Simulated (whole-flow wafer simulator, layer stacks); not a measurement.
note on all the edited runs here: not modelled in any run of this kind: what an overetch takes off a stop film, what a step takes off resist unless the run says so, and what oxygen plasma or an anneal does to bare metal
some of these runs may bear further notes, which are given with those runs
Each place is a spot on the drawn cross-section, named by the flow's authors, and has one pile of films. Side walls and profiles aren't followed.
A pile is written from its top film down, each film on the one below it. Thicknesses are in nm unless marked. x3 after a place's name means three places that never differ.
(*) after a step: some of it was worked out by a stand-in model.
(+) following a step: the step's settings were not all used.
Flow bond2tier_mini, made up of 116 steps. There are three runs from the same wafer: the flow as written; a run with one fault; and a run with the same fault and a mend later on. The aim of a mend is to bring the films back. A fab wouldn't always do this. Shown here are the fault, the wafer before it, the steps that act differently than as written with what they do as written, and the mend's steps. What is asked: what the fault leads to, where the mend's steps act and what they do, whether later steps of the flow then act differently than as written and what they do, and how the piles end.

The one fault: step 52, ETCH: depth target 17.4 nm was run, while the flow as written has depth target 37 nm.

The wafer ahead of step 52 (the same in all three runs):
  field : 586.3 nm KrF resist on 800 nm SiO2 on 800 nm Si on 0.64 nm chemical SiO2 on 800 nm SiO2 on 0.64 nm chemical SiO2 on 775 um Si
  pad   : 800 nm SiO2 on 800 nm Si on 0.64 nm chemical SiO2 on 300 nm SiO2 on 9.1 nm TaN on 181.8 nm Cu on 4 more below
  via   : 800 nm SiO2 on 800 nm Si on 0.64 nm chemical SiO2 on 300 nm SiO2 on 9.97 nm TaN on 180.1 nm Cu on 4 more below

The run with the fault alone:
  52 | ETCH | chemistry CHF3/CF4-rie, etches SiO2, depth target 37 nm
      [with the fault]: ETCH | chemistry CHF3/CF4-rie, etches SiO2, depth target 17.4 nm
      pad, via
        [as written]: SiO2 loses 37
        [with the fault]: SiO2 loses 17.4
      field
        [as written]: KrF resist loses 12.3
        [with the fault]: KrF resist loses 5.8
  Steps later in the flow that act otherwise than as written (5 other steps are not shown; they differ only slightly, by no more than 2% or 0.5 nm, whichever is larger):
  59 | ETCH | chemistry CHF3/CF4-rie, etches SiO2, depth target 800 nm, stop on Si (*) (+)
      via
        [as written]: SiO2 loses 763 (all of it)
        [with the fault]: SiO2 loses 782.6 (all of it)
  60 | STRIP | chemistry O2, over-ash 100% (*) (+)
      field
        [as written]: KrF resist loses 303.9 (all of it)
        [with the fault]: KrF resist loses 312.2 (all of it)
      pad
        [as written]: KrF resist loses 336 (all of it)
        [with the fault]: KrF resist loses 327.3 (all of it)
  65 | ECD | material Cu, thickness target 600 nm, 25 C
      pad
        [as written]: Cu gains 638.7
        [with the fault]: Cu gains 618.2
  By the end, the piles at pad depart from the flow's by more than 2% or 0.5 nm, whichever is larger.
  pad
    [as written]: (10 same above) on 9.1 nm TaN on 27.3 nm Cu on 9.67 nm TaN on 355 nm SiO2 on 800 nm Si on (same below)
    [with the fault]: (10 same above) on 9.1 nm TaN on 7.55 nm Cu on 9.85 nm TaN on 374.6 nm SiO2 on 800 nm Si on (same below)

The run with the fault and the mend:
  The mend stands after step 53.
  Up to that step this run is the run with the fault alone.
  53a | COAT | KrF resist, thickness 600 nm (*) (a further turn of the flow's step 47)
      field
        KrF resist gains 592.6 (new film)
      pad
        KrF resist gains 607.7 (new film)
      via
        KrF resist gains 606.8 (new film)
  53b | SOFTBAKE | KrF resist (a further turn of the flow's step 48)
      leaves every film unchanged at each place that is followed
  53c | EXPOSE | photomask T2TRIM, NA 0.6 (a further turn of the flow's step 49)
      leaves every film unchanged at each place that is followed
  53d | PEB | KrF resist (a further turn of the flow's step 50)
      leaves every film unchanged at each place that is followed
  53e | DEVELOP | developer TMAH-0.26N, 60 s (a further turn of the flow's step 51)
      field
        KrF resist loses 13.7
      pad
        KrF resist loses 607.7 (all of it)
      via
        KrF resist loses 606.8 (all of it)
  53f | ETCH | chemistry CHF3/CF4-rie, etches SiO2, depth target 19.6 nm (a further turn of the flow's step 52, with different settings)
      pad, via
        SiO2 loses 19.6
      field
        KrF resist loses 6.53
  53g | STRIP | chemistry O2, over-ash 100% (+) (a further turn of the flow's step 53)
      field
        KrF resist loses 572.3 (all of it)
  None of the later steps of the flow acts differently than as written at any place that is followed.
  At every place that both follow, the piles at the end match the flow's.
